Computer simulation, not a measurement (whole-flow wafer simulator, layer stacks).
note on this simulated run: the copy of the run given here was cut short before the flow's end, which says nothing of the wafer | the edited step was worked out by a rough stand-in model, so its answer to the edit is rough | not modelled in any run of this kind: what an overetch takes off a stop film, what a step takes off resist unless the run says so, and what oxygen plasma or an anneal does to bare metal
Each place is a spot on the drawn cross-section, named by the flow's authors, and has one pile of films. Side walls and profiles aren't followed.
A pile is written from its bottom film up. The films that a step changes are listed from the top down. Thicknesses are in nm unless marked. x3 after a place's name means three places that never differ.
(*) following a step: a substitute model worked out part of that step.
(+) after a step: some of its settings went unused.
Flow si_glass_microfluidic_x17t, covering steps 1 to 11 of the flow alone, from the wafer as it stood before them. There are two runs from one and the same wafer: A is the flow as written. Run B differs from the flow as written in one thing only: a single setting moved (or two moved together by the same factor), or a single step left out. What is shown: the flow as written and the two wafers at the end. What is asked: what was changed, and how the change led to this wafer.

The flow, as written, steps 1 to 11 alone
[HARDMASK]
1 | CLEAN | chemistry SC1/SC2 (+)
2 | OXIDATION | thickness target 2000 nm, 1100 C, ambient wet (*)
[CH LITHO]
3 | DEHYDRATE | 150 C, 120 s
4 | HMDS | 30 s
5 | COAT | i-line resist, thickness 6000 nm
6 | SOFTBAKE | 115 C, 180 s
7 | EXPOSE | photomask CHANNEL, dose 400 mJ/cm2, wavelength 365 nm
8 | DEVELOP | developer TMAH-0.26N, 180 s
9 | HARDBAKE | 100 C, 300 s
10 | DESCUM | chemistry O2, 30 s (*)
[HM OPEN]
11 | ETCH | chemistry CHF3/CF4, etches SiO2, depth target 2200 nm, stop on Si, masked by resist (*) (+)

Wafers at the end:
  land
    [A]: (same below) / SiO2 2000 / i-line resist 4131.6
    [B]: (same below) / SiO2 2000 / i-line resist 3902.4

Cause: step 11, ETCH: depth target 2475 nm was run, whereas the flow has depth target 2200 nm.

Step by step, how the change led to this:
  11 | ETCH | chemistry CHF3/CF4, etches SiO2, depth target 2200 nm, stop on Si, masked by resist (*) (+)
      land: A -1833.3 i-line resist | B -2062.5 i-line resist
